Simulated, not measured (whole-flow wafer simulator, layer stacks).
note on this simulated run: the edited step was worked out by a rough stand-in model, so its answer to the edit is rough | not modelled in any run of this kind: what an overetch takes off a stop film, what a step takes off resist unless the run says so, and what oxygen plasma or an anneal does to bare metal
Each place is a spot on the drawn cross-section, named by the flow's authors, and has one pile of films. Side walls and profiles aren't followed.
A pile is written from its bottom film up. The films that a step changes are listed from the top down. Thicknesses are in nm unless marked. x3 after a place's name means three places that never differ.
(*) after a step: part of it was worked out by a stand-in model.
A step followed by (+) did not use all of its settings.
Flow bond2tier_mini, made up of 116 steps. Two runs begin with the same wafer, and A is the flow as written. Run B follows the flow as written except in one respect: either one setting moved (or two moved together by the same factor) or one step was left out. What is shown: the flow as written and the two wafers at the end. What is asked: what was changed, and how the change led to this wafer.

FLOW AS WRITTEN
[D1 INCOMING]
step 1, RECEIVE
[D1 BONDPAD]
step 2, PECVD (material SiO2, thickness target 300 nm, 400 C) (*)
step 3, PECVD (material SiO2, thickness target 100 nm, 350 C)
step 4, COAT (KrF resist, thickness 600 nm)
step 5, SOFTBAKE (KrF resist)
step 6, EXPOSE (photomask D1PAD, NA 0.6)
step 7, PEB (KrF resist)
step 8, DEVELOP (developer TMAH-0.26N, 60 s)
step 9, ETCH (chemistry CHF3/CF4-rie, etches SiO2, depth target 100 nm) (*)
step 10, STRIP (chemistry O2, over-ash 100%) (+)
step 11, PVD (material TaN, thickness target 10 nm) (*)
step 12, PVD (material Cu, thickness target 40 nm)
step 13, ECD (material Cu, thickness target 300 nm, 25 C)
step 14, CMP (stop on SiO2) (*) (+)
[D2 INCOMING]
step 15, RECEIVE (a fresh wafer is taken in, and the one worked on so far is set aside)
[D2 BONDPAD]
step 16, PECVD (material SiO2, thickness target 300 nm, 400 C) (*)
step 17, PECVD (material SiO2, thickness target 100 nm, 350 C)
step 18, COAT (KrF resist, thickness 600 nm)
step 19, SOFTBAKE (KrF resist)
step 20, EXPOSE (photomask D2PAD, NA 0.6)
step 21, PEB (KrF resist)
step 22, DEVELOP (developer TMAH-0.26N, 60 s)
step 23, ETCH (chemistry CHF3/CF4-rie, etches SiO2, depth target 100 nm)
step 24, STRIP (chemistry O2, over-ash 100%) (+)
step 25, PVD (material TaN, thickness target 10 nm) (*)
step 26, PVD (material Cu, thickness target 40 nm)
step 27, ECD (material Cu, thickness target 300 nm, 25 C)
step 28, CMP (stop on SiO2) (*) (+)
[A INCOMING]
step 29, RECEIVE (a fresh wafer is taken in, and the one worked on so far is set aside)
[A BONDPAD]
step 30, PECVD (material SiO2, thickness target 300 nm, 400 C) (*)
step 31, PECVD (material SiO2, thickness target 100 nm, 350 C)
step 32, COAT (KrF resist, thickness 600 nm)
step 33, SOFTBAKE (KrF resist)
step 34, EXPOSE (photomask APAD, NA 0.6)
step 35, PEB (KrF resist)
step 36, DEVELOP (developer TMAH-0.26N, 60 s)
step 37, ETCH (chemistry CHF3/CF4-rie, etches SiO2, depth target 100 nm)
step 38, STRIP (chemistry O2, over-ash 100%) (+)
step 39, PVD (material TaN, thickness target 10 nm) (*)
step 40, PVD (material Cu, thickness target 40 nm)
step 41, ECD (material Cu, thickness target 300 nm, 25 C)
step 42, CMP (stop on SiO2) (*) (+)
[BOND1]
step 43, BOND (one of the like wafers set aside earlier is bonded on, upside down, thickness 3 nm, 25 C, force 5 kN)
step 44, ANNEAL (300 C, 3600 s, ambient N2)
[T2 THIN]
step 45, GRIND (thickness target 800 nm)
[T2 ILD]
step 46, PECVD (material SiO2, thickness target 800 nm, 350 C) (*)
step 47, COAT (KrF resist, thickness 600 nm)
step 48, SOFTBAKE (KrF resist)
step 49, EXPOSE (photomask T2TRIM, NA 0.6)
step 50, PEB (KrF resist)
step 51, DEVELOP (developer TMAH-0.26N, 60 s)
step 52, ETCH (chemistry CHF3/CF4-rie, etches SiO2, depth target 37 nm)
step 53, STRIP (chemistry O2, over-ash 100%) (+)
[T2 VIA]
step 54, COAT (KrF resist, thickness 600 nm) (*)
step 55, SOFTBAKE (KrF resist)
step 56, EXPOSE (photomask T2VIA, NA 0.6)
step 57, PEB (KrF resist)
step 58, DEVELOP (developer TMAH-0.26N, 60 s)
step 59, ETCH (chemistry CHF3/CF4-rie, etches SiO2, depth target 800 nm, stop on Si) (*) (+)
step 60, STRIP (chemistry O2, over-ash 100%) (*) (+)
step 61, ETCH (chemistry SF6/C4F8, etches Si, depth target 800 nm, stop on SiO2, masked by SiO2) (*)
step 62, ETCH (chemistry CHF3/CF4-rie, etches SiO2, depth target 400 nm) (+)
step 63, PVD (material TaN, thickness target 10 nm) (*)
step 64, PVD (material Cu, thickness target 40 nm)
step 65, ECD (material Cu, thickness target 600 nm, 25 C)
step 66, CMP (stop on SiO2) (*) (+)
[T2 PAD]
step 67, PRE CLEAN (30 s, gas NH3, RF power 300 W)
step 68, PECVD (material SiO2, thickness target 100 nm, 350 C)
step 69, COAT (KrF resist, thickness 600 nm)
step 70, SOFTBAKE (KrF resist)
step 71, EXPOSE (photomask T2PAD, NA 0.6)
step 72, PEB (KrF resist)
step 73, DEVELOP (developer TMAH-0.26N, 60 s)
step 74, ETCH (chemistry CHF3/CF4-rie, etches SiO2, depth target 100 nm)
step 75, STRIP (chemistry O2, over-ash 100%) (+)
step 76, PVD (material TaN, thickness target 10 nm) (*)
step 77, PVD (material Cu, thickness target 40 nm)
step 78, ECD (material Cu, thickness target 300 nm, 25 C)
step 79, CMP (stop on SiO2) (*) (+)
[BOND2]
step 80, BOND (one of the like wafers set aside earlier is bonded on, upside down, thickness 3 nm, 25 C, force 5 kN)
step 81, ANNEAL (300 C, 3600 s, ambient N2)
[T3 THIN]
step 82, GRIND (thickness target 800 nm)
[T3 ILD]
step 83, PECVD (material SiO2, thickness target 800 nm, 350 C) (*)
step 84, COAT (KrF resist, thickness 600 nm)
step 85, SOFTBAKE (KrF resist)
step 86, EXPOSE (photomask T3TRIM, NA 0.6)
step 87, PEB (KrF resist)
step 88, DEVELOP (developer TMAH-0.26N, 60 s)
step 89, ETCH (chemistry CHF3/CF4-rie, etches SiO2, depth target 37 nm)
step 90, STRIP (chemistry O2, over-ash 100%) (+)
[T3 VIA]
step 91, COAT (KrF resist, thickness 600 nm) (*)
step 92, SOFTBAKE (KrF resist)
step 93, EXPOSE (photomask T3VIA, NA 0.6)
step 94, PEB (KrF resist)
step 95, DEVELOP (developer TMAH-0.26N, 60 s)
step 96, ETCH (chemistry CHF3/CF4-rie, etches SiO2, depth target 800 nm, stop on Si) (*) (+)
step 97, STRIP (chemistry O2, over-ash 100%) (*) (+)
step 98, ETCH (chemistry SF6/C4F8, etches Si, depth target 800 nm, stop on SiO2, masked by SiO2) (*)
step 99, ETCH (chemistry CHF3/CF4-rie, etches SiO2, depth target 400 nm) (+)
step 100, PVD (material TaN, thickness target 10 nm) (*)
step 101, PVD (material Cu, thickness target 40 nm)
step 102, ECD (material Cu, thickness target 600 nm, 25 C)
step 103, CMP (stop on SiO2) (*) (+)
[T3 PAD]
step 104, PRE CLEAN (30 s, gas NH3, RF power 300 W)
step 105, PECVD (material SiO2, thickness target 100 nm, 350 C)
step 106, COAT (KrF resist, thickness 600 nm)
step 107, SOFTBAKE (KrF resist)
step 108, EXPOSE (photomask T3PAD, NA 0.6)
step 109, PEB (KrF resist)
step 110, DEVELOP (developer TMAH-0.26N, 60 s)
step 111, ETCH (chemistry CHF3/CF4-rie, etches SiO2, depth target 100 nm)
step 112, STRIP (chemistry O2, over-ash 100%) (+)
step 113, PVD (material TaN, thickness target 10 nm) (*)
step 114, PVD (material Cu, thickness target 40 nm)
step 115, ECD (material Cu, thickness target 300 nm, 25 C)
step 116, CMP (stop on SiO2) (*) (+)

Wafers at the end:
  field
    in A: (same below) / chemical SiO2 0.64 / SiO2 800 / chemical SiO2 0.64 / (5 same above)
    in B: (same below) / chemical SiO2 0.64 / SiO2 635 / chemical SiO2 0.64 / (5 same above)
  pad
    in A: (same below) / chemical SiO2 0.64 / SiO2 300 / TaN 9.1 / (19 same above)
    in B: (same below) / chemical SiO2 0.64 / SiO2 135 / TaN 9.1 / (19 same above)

The reason: step 30, PECVD: thickness target 135 nm was run, whereas the flow has thickness target 300 nm.
The wafer itself shows it: pad has SiO2 135, and step 30 as written asks for 300 nm.

Step by step, how the change led to this:
  step 30, PECVD (material SiO2, thickness target 300 nm, 400 C) (*)
      field, pad, via: A +300 SiO2 (new film) | B +135 SiO2 (new film)
